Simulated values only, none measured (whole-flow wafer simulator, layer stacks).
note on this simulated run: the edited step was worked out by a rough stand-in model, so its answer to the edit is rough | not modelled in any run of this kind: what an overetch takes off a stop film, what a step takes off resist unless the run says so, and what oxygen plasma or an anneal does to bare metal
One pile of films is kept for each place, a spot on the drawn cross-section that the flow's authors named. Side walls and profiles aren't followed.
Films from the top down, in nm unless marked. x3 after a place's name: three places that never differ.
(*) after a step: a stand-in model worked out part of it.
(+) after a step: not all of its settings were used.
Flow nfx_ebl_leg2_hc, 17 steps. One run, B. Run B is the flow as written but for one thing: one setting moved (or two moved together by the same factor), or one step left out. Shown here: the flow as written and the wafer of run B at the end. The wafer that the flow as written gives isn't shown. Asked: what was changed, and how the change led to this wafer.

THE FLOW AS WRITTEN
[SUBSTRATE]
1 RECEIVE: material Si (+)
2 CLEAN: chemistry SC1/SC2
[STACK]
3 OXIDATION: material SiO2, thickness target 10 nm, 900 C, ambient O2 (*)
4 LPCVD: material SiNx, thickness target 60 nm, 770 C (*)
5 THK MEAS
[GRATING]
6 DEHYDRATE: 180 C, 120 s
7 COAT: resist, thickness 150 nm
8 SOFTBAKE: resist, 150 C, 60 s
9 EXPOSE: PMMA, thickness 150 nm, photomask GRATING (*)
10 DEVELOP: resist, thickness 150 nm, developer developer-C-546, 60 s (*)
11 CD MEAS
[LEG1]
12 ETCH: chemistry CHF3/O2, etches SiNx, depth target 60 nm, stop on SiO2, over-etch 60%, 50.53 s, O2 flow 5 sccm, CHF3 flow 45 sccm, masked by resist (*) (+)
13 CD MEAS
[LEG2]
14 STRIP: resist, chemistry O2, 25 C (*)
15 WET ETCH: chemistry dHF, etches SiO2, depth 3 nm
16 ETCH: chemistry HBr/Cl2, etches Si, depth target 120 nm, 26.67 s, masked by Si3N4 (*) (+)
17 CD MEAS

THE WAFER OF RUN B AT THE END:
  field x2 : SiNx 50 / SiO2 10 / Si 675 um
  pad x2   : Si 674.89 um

The cause: step 16, ETCH: depth target 105 nm was run, where the flow has depth target 120 nm; step 16, ETCH: 23.33 s was run, where the flow has 26.67 s.

How the change led to this, step by step:
  16 ETCH: chemistry HBr/Cl2, etches Si, depth target 120 nm, 26.67 s, masked by Si3N4 (*) (+)
      field x2: SiNx -10 (as written it would be: SiNx -11.4)
      pad x2: Si -105 (as written it would be: Si -120)
